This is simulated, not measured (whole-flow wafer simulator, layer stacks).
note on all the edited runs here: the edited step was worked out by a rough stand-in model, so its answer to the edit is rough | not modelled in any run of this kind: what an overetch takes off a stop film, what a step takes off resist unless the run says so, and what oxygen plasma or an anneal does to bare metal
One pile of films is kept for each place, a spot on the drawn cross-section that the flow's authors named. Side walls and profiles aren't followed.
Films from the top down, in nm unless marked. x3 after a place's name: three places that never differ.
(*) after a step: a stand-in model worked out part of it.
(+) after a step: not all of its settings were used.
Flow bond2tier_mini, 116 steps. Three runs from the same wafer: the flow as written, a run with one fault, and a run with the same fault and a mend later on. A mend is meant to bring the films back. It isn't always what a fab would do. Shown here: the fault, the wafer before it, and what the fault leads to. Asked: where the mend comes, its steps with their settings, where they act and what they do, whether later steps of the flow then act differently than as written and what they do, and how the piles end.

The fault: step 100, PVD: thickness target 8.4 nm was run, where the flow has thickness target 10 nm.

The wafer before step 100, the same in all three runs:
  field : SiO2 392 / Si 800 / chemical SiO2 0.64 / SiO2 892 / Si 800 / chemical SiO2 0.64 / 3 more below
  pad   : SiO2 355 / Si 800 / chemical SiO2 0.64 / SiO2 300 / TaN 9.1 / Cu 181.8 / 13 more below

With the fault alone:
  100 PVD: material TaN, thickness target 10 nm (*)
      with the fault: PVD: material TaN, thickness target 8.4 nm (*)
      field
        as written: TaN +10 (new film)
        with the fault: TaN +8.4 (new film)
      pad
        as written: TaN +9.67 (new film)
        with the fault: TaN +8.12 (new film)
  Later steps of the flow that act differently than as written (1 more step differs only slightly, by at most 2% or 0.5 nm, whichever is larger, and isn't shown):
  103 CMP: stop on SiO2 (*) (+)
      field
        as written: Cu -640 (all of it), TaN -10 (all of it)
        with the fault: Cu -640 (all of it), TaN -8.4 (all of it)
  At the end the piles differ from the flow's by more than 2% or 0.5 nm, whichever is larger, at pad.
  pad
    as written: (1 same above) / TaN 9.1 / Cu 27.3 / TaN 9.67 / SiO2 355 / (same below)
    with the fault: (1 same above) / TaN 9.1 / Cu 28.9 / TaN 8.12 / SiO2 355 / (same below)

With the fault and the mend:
  The mend comes after step 100.
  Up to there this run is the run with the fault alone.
  100a PVD: material TaN, thickness target 1.6 nm (*) (the flow's step 100 once more, with other settings)
      field
        TaN +1.6
      pad
        TaN +1.55
  No later step of the flow acts differently than as written at any place that is followed.
  At the end the piles are the same as the flow's at every place that both follow.
